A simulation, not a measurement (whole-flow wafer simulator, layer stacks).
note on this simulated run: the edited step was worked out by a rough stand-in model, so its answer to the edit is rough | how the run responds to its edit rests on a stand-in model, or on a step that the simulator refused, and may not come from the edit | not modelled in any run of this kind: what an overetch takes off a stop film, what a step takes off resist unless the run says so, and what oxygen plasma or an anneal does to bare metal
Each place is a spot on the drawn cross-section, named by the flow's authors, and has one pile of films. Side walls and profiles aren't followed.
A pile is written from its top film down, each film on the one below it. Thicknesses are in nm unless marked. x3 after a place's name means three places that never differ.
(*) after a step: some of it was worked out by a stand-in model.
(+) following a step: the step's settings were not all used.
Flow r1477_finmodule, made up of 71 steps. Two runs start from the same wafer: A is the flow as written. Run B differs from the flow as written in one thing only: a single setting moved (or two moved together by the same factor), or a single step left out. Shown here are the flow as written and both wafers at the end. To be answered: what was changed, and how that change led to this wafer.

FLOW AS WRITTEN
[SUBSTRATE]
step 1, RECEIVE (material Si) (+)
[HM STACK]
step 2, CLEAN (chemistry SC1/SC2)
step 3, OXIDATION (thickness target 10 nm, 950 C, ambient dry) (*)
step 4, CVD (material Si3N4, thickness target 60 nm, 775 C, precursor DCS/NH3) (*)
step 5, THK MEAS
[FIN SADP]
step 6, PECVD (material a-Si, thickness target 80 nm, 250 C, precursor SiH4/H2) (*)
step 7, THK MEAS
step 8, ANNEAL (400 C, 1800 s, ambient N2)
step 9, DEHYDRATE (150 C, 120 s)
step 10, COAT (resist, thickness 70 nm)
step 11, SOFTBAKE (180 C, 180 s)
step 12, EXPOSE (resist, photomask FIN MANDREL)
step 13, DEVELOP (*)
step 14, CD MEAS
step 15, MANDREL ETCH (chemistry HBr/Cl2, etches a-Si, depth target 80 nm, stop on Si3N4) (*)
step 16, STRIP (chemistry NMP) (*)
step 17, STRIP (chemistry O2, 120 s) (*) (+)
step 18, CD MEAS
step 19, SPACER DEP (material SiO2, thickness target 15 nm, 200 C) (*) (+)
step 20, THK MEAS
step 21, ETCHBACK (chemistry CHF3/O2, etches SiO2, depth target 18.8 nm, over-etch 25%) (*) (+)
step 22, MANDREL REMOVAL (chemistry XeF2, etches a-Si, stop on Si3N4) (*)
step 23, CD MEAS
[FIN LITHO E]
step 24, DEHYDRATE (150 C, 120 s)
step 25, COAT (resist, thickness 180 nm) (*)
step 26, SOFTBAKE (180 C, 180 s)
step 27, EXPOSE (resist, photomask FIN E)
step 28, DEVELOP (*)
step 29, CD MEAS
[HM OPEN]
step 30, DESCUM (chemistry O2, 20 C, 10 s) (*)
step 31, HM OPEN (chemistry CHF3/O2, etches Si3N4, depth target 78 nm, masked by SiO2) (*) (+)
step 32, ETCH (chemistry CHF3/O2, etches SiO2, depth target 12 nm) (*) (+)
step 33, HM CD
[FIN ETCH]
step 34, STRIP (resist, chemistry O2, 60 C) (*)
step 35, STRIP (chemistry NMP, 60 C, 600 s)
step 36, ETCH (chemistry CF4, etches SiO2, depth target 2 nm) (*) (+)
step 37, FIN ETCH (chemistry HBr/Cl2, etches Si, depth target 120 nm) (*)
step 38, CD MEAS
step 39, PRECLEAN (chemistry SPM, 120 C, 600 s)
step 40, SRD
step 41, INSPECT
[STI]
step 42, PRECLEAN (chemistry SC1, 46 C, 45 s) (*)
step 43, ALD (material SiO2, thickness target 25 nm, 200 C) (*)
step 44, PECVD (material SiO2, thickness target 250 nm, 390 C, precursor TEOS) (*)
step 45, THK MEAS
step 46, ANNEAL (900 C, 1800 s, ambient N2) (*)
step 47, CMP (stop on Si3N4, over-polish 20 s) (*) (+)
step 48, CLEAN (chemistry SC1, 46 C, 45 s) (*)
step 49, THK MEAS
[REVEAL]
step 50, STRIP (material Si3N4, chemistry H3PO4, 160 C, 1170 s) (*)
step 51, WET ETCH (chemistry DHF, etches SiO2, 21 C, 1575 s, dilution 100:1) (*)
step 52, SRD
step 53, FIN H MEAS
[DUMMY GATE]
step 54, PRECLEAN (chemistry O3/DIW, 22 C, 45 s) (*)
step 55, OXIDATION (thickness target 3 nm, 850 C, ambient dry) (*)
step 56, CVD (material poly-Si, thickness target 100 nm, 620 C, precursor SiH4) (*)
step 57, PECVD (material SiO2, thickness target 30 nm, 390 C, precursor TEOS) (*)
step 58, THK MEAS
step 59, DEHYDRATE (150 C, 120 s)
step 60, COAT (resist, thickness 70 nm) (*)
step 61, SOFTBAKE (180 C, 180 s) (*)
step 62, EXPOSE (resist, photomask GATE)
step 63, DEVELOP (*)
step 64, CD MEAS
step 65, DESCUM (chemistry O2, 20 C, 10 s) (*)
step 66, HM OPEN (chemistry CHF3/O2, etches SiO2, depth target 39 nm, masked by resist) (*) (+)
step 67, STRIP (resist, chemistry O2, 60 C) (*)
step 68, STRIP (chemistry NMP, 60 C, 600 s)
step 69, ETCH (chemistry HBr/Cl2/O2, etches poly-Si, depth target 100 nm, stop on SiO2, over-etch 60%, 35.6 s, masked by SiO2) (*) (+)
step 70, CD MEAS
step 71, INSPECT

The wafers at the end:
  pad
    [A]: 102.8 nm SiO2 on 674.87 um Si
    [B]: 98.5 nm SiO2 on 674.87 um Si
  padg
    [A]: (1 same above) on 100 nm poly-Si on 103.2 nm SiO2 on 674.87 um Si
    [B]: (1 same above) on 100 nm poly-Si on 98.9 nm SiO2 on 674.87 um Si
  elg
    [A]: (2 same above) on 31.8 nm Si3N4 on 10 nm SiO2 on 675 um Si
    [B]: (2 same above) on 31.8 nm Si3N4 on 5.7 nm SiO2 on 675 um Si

What caused this: step 3, OXIDATION: thickness target 5.7 nm was run, whereas the flow has thickness target 10 nm.
The wafer lets one read it off: elg has SiO2 5.7, and step 3 as written asks for 10 nm.

Step by step, how the change led to this:
  step 3, OXIDATION (thickness target 10 nm, 950 C, ambient dry) (*)
      pad, padg, elg and 33 more: A SiO2 gains 10 (new film), chemical SiO2 loses 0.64 (all of it), Si loses 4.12 | B SiO2 gains 5.7 (new film), chemical SiO2 loses 0.64 (all of it), Si loses 2.22
  step 31, HM OPEN (chemistry CHF3/O2, etches Si3N4, depth target 78 nm, masked by SiO2) (*) (+)
      s40cg, s45cg, s50cg, s40co, s45co, s50co: A Si3N4 loses 60 (all of it), SiO2 loses 9 | B Si3N4 loses 60 (all of it), SiO2 loses 5.7 (all of it)
      pad, padg, esg and 13 more: A Si3N4 loses 56.4 (all of it), SiO2 loses 10 (all of it) | B Si3N4 loses 56.4 (all of it), SiO2 loses 5.7 (all of it)
  step 32, ETCH (chemistry CHF3/O2, etches SiO2, depth target 12 nm) (*) (+)
      s40cg, s40co: A SiO2 loses 1 (all of it), Si loses 2.2 | B Si loses 2.09
      s45cg, s45co: A SiO2 loses 1 (all of it), Si loses 2.2 | B Si loses 2.13
      (as well as at 2 more places)
  step 43, ALD (material SiO2, thickness target 25 nm, 200 C) (*)
      esg: A SiO2 gains 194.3 (new film) | B SiO2 gains 190 (new film)
  step 47, CMP (stop on Si3N4, over-polish 20 s) (*) (+)
      pad, padg, e40sg and 11 more: A SiO2 loses 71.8 | B SiO2 loses 76.1
      eso: A SiO2 loses 72.4 | B SiO2 loses 76.7
  step 51, WET ETCH (chemistry DHF, etches SiO2, 21 C, 1575 s, dilution 100:1) (*)
      s40sg_line, s45sg_line, s50sg_line, s40so_line, s45so_line, s50so_line: A SiO2 loses 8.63 (all of it) | B SiO2 loses 4.33 (all of it)
  step 56, CVD (material poly-Si, thickness target 100 nm, 620 C, precursor SiH4) (*)
      s40cg, s40co: A poly-Si gains 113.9 (new film) | B poly-Si gains 120.2 (new film)
      s45cg, s45co: A poly-Si gains 113.4 (new film) | B poly-Si gains 117.7 (new film)
      (as well as at 2 more places)
  step 60, COAT (resist, thickness 70 nm) (*)
      s40cg, s40co: A resist gains 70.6 (new film) | B resist gains 68.9 (new film)
      s40sg, s40so: A resist gains 91 (new film) | B resist gains 95.7 (new film)
      (as well as at 4 more places)
  step 63, DEVELOP (*)
      s40co: A resist loses 70.6 (all of it) | B resist loses 68.9 (all of it)
      s40so: A resist loses 91 (all of it) | B resist loses 95.7 (all of it)
      (as well as at 2 more places)
  step 67, STRIP (resist, chemistry O2, 60 C) (*)
      s40cg: A resist loses 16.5 (all of it) | B resist loses 14.8 (all of it)
      s40sg: A resist loses 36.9 (all of it) | B resist loses 41.6 (all of it)
      (as well as at 2 more places)
  step 69, ETCH (chemistry HBr/Cl2/O2, etches poly-Si, depth target 100 nm, stop on SiO2, over-etch 60%, 35.6 s, masked by SiO2) (*) (+)
      s40co: A chemical SiO2 loses 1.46 (all of it), poly-Si loses 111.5 (all of it), SiO2 loses 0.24 | B chemical SiO2 loses 1.46 (all of it), poly-Si loses 117.8 (all of it), SiO2 loses 0.21
      s45co: A chemical SiO2 loses 1.46 (all of it), poly-Si loses 110.9 (all of it), SiO2 loses 0.25 | B chemical SiO2 loses 1.46 (all of it), poly-Si loses 115.2 (all of it), SiO2 loses 0.22
      (as well as at 1 more place)
